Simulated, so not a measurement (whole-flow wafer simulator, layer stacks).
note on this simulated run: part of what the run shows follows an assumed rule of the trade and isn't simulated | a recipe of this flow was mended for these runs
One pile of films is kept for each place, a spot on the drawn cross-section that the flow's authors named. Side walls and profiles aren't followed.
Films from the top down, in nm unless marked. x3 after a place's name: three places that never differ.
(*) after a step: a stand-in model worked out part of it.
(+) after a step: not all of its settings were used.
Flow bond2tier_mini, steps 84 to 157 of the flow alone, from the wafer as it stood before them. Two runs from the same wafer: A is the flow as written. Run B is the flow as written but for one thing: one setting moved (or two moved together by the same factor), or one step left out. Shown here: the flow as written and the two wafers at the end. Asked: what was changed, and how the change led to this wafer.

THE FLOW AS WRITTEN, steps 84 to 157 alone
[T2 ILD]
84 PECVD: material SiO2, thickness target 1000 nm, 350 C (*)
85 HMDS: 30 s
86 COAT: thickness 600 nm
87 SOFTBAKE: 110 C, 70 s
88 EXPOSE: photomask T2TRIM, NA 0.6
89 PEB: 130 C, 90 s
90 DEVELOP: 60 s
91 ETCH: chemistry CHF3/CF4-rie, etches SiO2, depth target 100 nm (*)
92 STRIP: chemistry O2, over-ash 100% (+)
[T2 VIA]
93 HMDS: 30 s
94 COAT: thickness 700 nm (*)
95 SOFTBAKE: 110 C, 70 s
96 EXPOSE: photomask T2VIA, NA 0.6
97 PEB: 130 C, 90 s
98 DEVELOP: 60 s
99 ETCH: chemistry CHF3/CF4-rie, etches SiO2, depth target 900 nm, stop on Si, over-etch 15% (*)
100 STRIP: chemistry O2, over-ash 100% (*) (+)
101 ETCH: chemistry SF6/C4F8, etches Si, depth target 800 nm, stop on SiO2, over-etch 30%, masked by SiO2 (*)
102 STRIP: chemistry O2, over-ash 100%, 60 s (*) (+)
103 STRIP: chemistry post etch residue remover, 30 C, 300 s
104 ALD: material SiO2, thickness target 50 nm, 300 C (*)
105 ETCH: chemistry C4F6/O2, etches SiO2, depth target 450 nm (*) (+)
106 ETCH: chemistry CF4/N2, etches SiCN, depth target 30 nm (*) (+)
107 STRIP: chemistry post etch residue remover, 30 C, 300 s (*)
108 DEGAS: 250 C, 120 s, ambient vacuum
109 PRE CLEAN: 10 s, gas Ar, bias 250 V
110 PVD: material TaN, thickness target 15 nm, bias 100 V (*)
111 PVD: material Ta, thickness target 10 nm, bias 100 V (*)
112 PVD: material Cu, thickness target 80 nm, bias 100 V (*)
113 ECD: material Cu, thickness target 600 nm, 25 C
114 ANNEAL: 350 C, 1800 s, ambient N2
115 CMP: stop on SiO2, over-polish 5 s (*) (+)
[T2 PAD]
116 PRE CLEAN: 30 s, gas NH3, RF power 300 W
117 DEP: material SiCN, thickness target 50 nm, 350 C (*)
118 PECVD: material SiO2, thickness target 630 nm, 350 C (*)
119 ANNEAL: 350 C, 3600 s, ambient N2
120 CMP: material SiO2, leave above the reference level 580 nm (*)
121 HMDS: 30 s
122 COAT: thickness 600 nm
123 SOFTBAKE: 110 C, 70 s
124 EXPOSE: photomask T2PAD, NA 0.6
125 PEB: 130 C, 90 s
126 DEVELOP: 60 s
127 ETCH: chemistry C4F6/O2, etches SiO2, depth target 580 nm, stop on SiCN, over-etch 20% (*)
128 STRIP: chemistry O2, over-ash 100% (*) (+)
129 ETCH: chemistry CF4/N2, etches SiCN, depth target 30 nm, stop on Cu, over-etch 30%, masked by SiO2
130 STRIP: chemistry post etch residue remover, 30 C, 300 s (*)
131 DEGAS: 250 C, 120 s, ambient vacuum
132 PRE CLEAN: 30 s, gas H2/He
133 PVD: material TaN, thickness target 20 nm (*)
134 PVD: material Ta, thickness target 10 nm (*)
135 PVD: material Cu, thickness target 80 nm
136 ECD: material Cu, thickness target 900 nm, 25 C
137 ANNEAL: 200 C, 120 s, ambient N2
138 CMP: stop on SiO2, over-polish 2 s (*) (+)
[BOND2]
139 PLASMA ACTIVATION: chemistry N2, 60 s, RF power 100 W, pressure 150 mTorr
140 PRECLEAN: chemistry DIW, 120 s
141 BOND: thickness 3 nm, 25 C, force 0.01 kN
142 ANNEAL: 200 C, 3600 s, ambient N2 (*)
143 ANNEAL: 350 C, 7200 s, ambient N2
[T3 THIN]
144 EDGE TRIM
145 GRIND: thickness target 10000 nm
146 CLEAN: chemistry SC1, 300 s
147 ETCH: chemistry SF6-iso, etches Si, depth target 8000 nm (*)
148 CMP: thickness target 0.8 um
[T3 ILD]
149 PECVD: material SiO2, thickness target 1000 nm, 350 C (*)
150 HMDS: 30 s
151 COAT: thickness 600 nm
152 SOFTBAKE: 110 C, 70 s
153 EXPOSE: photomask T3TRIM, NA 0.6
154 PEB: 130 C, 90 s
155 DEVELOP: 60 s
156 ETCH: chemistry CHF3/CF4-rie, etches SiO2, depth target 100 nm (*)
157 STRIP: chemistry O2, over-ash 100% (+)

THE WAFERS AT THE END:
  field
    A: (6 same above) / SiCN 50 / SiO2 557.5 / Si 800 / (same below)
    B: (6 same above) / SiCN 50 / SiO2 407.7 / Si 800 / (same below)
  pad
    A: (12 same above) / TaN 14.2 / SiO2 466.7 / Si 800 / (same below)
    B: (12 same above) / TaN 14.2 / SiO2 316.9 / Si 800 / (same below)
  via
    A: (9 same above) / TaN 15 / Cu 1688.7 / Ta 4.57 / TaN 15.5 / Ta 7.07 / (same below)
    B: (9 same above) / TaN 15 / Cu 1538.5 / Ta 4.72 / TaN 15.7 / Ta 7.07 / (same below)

The cause: step 84, PECVD: thickness target 850 nm was run, where the flow has thickness target 1000 nm.

How the change led to this, step by step:
  84 PECVD: material SiO2, thickness target 1000 nm, 350 C (*)
      field, pad, via: A SiO2 +1000 (new film) | B SiO2 +850 (new film)
  99 ETCH: chemistry CHF3/CF4-rie, etches SiO2, depth target 900 nm, stop on Si, over-etch 15% (*)
      field, pad: A thick-KrF-resist -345 | B thick-KrF-resist -287.5
      via: A SiO2 -900 (all of it), Si -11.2 | B SiO2 -750 (all of it), Si -23.8
  100 STRIP: chemistry O2, over-ash 100% (*) (+)
      field: A thick-KrF-resist -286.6 (all of it) | B thick-KrF-resist -344.1 (all of it)
      pad: A thick-KrF-resist -372.9 (all of it) | B thick-KrF-resist -430.4 (all of it)
  112 PVD: material Cu, thickness target 80 nm, bias 100 V (*)
      via: A Cu +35 (new film) | B Cu +36.3 (new film)
  113 ECD: material Cu, thickness target 600 nm, 25 C
      via: A Cu +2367 | B Cu +2215.5
